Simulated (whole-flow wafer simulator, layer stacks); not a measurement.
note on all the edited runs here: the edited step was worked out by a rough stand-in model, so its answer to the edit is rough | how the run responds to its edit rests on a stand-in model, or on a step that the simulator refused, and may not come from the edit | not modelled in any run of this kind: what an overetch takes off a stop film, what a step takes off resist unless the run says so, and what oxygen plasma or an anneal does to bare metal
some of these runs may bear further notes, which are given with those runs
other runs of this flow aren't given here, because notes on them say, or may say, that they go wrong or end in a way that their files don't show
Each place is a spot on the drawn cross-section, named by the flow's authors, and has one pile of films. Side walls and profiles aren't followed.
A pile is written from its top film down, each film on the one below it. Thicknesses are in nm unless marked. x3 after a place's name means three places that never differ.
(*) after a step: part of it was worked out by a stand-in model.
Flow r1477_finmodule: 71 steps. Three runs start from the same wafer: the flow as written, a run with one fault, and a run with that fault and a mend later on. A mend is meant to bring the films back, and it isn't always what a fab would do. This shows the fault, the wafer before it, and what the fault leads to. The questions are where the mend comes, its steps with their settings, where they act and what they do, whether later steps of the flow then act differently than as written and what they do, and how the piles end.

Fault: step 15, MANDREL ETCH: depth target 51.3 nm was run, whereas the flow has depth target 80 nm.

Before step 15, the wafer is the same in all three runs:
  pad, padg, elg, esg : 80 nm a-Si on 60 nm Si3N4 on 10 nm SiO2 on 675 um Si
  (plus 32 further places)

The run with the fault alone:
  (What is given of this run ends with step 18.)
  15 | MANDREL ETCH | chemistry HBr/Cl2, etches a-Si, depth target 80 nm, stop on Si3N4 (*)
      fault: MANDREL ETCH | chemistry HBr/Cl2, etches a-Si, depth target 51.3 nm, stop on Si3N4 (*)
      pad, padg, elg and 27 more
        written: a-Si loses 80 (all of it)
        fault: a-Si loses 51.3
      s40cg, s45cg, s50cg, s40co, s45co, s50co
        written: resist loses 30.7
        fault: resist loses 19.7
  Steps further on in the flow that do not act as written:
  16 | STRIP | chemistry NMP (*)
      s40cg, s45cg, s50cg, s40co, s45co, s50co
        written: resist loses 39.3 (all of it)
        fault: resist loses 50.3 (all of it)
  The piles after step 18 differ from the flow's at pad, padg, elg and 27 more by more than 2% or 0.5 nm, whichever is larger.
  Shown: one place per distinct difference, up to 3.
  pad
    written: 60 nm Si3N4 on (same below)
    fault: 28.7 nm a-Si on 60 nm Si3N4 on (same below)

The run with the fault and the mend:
  After step 15 comes the mend.
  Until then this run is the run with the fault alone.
  15a | MANDREL ETCH | chemistry HBr/Cl2, etches a-Si, depth target 28.7 nm, stop on Si3N4 (*) (the flow's step 15 again, with other settings)
      pad, padg, elg and 27 more
        a-Si loses 28.7 (all of it)
      s40cg, s45cg, s50cg, s40co, s45co, s50co
        resist loses 11
  Every later step of the flow that is run acts as written at every place that is followed.
  The piles end the same as the flow's at every place that both follow.
